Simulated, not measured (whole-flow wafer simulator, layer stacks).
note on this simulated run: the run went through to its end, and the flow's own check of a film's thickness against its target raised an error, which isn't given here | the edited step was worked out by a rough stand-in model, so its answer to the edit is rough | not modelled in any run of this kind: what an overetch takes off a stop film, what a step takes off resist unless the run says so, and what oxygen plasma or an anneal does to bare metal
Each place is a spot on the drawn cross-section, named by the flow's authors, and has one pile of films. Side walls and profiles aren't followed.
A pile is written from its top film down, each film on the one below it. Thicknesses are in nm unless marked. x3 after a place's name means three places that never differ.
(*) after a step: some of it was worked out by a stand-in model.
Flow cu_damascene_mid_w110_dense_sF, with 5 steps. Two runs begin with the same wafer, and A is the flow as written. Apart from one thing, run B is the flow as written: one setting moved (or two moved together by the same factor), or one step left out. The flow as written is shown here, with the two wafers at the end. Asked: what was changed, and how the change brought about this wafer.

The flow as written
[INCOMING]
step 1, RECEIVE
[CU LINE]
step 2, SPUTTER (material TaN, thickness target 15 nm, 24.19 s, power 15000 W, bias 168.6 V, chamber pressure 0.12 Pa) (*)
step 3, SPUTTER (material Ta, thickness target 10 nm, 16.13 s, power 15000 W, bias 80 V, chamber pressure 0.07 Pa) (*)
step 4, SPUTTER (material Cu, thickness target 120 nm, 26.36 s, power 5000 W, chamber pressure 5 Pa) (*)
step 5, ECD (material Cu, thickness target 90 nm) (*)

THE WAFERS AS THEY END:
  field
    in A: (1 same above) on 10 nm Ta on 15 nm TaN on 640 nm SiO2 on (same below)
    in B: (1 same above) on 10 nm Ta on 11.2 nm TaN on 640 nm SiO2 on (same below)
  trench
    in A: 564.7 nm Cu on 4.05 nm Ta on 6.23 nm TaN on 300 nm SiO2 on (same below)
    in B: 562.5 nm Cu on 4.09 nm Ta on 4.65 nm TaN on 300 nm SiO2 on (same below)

What caused this: step 2, SPUTTER: thickness target 11.2 nm was run, though the flow has thickness target 15 nm; step 2, SPUTTER: 18.14 s was run, where the flow has 24.19 s.
One can read it off the wafer: field has TaN 11.2, and step 2 as written asks for 15 nm.

The path from the change to this, step by step:
  step 2, SPUTTER (material TaN, thickness target 15 nm, 24.19 s, power 15000 W, bias 168.6 V, chamber pressure 0.12 Pa) (*)
      field: A +15 TaN (new film) | B +11.2 TaN (new film)
      trench: A +6.23 TaN (new film) | B +4.65 TaN (new film)
